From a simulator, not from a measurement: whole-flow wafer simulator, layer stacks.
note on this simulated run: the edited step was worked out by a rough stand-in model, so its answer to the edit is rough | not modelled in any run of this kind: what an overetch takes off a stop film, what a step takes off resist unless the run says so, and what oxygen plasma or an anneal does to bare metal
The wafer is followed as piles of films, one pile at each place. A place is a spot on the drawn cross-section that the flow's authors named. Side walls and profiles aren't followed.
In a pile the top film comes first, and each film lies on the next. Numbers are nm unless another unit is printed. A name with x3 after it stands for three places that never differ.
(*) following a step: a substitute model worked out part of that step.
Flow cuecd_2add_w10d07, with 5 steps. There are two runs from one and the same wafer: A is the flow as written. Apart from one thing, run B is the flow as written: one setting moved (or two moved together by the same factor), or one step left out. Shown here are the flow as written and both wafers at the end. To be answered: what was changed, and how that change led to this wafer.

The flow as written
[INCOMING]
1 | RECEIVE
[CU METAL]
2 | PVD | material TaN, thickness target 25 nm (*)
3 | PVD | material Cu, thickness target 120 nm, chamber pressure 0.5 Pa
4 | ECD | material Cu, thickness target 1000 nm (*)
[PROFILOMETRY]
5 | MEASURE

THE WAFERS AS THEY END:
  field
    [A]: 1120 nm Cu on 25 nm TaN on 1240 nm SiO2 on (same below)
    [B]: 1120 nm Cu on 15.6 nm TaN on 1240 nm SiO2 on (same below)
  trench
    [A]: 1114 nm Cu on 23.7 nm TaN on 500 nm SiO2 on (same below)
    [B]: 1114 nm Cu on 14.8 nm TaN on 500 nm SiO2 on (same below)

Cause: step 2, PVD: thickness target 15.6 nm was run, though the flow has thickness target 25 nm.
The wafer itself shows it: field has TaN 15.6, and step 2 as written asks for 25 nm.

The path from the change to this, step by step:
  2 | PVD | material TaN, thickness target 25 nm (*)
      field: A TaN gains 25 (new film) | B TaN gains 15.6 (new film)
      trench: A TaN gains 23.7 (new film) | B TaN gains 14.8 (new film)
